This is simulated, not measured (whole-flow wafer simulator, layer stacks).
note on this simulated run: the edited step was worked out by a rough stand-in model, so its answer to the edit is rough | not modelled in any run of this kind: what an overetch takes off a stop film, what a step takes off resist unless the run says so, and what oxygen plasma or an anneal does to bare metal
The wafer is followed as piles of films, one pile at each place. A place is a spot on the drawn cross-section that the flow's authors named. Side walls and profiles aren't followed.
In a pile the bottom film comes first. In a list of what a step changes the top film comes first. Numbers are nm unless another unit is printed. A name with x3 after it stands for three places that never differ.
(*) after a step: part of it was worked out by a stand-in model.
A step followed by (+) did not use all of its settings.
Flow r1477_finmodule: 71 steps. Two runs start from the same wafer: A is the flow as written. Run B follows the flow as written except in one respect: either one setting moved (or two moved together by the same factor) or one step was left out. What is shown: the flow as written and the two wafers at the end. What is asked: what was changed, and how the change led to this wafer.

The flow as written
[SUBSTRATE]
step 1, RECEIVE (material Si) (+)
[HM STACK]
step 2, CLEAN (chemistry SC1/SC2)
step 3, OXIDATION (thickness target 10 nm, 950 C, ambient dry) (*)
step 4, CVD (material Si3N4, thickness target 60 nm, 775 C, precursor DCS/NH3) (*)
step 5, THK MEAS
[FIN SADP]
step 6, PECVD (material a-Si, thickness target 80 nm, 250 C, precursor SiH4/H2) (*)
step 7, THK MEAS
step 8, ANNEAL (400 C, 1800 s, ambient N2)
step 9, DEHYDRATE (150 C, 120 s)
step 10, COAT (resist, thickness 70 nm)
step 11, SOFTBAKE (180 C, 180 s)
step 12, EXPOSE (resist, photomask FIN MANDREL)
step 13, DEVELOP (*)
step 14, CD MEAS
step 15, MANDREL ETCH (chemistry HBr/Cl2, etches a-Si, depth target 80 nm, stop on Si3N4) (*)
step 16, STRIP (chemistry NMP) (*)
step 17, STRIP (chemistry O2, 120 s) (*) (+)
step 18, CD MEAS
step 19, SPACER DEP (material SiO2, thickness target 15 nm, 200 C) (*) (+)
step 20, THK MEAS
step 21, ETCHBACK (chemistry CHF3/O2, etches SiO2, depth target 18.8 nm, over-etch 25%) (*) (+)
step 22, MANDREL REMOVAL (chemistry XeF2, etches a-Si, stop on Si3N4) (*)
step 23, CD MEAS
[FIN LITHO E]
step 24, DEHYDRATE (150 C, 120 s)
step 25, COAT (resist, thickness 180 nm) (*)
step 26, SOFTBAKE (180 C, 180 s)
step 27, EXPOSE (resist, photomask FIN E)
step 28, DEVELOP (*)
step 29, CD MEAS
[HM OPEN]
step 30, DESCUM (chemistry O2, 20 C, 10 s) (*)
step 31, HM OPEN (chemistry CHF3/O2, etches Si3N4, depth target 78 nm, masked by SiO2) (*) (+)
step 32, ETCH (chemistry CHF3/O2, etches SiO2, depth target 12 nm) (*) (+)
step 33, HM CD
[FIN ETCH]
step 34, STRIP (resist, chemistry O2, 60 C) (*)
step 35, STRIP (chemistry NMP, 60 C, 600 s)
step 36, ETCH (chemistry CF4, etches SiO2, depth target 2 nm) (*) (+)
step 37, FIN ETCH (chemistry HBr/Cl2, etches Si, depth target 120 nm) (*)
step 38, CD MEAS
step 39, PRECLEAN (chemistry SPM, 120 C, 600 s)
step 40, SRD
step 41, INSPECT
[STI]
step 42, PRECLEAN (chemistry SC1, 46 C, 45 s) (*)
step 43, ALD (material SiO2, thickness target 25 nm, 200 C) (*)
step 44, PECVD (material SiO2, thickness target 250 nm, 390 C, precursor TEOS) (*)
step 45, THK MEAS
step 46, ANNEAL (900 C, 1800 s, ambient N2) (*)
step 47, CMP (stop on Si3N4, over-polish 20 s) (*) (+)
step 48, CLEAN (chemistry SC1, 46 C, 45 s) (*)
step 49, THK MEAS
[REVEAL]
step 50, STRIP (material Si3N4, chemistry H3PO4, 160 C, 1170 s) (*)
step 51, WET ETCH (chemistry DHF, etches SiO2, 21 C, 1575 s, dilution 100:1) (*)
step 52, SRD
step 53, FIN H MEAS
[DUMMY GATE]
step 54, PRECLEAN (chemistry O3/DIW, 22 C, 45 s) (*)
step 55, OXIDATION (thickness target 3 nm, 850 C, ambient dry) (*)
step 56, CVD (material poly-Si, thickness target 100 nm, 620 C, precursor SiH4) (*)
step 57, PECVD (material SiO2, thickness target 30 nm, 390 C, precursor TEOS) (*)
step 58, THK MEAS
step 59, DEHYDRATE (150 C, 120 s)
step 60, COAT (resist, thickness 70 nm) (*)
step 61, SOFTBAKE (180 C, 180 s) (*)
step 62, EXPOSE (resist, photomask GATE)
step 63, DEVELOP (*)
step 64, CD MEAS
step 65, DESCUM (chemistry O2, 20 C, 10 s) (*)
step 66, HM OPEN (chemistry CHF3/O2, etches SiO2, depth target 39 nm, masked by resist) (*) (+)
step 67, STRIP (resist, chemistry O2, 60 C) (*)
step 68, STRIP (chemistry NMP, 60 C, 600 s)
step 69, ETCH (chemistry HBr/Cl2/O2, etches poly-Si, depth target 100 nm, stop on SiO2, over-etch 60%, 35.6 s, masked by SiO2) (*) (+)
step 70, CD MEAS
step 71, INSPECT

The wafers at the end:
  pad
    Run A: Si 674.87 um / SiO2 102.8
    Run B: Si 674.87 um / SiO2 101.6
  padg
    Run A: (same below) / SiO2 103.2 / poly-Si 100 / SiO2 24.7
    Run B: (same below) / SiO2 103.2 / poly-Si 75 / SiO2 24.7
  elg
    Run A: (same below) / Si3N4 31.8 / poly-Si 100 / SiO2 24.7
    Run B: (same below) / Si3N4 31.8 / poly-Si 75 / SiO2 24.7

The reason: step 56, CVD: thickness target 75 nm was run, while the flow as written has thickness target 100 nm.
The wafer itself shows it: padg has poly-Si 75, and step 56 as written asks for 100 nm.

Step by step, how the change led to this:
  step 56, CVD (material poly-Si, thickness target 100 nm, 620 C, precursor SiH4) (*)
      pad, padg, elg and 26 more: A +100 poly-Si (new film) | B +75 poly-Si (new film)
      s40cg, s40co: A +113.9 poly-Si (new film) | B +88.2 poly-Si (new film)
      (also at 5 further places)
  step 67, STRIP (resist, chemistry O2, 60 C) (*)
      s40cg: A -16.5 resist (all of it) | B -17.1 resist (all of it)
      s45cg: A -16.9 resist (all of it) | B -17.7 resist (all of it)
      (also at 1 further place)
  step 69, ETCH (chemistry HBr/Cl2/O2, etches poly-Si, depth target 100 nm, stop on SiO2, over-etch 60%, 35.6 s, masked by SiO2) (*) (+)
      pad, eso, e40so and 8 more: A -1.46 chemical SiO2 (all of it), -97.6 poly-Si (all of it), -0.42 SiO2 | B -1.46 chemical SiO2 (all of it), -72.6 poly-Si (all of it), -1.67 SiO2
      elo, e40lo, e100lo, e200lo: A -1.46 chemical SiO2 (all of it), -97.6 poly-Si (all of it), -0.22 Si3N4 | B -1.46 chemical SiO2 (all of it), -72.6 poly-Si (all of it), -2.49 Si3N4
      (also at 3 further places)
